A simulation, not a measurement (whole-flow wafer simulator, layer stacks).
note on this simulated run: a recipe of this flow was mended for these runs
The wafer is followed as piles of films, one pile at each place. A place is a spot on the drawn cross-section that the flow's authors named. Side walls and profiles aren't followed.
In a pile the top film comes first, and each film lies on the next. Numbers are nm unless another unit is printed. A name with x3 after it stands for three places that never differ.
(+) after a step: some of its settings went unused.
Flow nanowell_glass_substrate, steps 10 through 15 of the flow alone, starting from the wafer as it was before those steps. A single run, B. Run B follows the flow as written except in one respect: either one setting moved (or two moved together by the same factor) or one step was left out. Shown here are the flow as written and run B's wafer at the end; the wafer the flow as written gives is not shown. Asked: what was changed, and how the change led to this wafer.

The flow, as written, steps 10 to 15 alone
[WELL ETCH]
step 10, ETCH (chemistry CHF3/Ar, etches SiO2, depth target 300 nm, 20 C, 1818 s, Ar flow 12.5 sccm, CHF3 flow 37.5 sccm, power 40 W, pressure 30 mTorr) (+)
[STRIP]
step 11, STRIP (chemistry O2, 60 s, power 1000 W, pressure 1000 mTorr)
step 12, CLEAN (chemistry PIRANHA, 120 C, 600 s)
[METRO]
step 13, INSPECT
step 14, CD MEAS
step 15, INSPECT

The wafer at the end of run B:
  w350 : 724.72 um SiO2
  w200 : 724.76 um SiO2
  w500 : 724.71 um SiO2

The reason: step 10, ETCH: depth target 289 nm was run, though the flow has depth target 300 nm; step 10, ETCH: 1751 s was run, where the flow has 1818 s.

Step by step, how the change led to this:
  step 10, ETCH (chemistry CHF3/Ar, etches SiO2, depth target 300 nm, 20 C, 1818 s, Ar flow 12.5 sccm, CHF3 flow 37.5 sccm, power 40 W, pressure 30 mTorr) (+)
      land: -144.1 UV-NIL-ACRYLATE (it would be, as written: -156.2 UV-NIL-ACRYLATE)
      w350: -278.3 SiO2 (it would be, as written: -300 SiO2)
      (and at 3 other places as well)
  step 11, STRIP (chemistry O2, 60 s, power 1000 W, pressure 1000 mTorr)
      land: -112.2 UV-NIL-ACRYLATE (all of it) (it would be, as written: -100.2 UV-NIL-ACRYLATE (all of it))
